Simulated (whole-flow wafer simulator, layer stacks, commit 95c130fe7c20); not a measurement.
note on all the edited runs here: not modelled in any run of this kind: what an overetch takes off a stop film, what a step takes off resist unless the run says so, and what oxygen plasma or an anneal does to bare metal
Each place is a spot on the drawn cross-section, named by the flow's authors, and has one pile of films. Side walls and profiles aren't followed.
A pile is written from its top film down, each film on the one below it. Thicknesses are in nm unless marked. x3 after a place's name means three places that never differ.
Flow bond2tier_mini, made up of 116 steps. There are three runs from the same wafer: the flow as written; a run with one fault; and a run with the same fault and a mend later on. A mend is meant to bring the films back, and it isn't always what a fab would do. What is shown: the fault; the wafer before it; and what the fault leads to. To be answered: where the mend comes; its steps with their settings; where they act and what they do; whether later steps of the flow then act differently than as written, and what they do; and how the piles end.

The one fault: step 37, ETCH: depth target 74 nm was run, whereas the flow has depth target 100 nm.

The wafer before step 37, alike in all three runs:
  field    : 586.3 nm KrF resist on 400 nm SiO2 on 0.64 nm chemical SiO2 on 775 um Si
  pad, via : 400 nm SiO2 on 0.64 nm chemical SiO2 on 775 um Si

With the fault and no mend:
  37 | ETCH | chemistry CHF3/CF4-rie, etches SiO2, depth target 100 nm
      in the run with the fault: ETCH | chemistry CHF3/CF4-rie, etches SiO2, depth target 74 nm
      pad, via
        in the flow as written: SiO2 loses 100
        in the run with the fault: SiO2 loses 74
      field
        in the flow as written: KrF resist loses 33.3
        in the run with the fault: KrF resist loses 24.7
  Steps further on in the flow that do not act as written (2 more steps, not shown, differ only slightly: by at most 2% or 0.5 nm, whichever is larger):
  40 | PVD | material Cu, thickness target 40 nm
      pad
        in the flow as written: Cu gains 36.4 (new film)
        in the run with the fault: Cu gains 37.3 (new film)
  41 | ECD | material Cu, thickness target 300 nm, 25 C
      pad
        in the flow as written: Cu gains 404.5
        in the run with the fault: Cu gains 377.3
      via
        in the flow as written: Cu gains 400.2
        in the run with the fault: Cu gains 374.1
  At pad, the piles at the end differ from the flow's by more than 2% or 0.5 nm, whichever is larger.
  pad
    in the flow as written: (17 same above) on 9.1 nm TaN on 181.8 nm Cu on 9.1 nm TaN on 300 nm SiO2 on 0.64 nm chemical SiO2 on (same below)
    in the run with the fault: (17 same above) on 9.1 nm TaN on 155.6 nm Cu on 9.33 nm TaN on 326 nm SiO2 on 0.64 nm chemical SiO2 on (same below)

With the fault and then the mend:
  After step 37 comes the mend.
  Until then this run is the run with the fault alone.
  37a | ETCH | chemistry CHF3/CF4-rie, etches SiO2, depth target 26 nm (the flow's step 37, run once more with other settings)
      pad, via
        SiO2 loses 26
      field
        KrF resist loses 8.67
  None of the later steps of the flow acts differently than as written at any place that is followed.
  By the end, the piles equal the flow's at every place that both follow.
